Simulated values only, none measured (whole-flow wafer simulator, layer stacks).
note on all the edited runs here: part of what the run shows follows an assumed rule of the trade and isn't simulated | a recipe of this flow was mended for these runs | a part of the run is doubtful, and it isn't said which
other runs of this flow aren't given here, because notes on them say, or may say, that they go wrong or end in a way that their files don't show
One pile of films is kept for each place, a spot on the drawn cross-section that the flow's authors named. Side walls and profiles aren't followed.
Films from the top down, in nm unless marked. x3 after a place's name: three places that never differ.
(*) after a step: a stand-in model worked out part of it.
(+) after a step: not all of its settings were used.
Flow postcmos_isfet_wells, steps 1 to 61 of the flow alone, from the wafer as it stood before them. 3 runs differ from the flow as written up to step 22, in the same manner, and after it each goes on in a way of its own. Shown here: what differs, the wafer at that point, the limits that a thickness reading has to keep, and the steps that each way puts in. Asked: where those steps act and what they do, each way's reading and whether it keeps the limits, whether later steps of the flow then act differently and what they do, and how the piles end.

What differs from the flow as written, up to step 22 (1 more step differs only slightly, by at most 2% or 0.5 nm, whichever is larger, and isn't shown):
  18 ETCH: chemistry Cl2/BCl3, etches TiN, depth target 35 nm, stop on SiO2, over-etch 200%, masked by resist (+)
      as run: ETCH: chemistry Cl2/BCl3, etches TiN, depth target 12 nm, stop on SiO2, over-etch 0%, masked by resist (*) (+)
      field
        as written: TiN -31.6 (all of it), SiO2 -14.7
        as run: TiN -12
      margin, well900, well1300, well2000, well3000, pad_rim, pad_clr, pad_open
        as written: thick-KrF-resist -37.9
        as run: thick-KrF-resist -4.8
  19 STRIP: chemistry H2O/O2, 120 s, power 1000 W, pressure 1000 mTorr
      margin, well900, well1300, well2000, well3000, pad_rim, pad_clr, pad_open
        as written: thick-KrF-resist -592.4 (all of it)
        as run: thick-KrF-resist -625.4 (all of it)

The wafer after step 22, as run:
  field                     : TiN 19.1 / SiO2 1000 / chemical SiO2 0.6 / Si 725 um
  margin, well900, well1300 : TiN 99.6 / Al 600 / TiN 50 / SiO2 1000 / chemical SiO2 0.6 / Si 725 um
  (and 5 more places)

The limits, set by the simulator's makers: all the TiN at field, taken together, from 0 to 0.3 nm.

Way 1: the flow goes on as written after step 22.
  The reading after step 22: 19.1 nm, outside the limits.
  Later steps of the flow that act differently than as written:
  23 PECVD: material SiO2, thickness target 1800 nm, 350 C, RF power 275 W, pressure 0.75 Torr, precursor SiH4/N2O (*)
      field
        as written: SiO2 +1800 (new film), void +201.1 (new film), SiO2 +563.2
        this way: SiO2 +1800 (new film), void +175.5 (new film), SiO2 +554.9 (new film)
  At the end the piles differ from the flow's by more than 2% or 0.5 nm, whichever is larger, at field.
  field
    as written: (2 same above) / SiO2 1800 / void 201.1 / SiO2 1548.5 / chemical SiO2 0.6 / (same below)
    this way: (2 same above) / SiO2 1800 / void 175.5 / SiO2 554.9 / TiN 19.1 / SiO2 1000 / chemical SiO2 0.6 / (same below)

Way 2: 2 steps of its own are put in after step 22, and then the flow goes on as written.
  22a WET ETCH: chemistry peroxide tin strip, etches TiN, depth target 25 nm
      margin, well900, well1300, well2000, well3000, pad_rim, pad_clr, pad_open
        TiN -25
      field
        TiN -19.1 (all of it)
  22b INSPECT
      changes no film at any place that is followed
  The reading after step 22b: 0 nm, within the limits.
  Later steps of the flow that act differently than as written:
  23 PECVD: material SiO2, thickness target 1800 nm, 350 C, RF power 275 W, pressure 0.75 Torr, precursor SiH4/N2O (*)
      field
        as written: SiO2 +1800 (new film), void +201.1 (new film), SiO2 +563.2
        this way: SiO2 +1800 (new film), void +155.3 (new film), SiO2 +569.3
  At the end the piles differ from the flow's by more than 2% or 0.5 nm, whichever is larger, at field, margin, well900 and 6 more.
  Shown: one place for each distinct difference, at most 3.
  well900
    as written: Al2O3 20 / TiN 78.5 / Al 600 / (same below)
    this way: Al2O3 20 / TiN 53.5 / Al 600 / (same below)
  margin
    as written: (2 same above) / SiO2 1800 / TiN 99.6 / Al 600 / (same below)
    this way: (2 same above) / SiO2 1800 / TiN 74.6 / Al 600 / (same below)
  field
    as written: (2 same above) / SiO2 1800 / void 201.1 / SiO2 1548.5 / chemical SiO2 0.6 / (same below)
    this way: (2 same above) / SiO2 1800 / void 155.3 / SiO2 1569.3 / chemical SiO2 0.6 / (same below)

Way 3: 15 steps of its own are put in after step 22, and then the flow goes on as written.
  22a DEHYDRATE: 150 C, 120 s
      changes no film at any place that is followed
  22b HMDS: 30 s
      changes no film at any place that is followed
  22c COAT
      pad_rim, pad_clr, pad_open
        thick-KrF-resist +1000 (new film)
      field
        thick-KrF-resist +1508.8 (new film)
      margin
        thick-KrF-resist +802.4 (new film)
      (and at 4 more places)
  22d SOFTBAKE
      field
        thick-KrF-resist -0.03
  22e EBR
      changes no film at any place that is followed
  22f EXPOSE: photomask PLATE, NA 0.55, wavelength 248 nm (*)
      changes no film at any place that is followed
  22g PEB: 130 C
      pad_rim, pad_clr, pad_open
        thick-KrF-resist -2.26
      field
        thick-KrF-resist -3.69
      margin
        thick-KrF-resist -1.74
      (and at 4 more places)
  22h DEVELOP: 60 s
      margin, well900, well1300, well2000, well3000, pad_rim, pad_clr, pad_open
        thick-KrF-resist -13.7
      field
        thick-KrF-resist -1505 (all of it)
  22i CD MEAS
      changes no film at any place that is followed
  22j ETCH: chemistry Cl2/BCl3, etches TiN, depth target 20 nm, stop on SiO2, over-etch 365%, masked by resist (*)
      margin, well900, well1300, well2000, well3000, pad_rim, pad_clr, pad_open
        thick-KrF-resist -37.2
      field
        TiN -19.1 (all of it), SiO2 -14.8
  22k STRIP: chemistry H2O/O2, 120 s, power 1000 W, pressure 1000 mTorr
      pad_rim, pad_clr, pad_open
        thick-KrF-resist -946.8 (all of it)
      margin
        thick-KrF-resist -749.7 (all of it)
      well900
        thick-KrF-resist -774.2 (all of it)
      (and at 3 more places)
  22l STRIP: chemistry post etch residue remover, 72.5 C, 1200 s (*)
      margin, well900, well1300, well2000, well3000, pad_rim, pad_clr, pad_open
        TiN -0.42
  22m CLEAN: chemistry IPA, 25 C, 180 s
      changes no film at any place that is followed
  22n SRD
      changes no film at any place that is followed
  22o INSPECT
      changes no film at any place that is followed
  The reading after step 22o: 0 nm, within the limits.
  No later step of the flow acts differently than as written, at any place that is followed, by more than 2% or 0.5 nm, whichever is larger.
  At the end the piles differ from the flow's only slightly at the places that both follow, by at most 2% or 0.5 nm, whichever is larger.

Within the limits: way 2, way 3. Outside them: way 1.
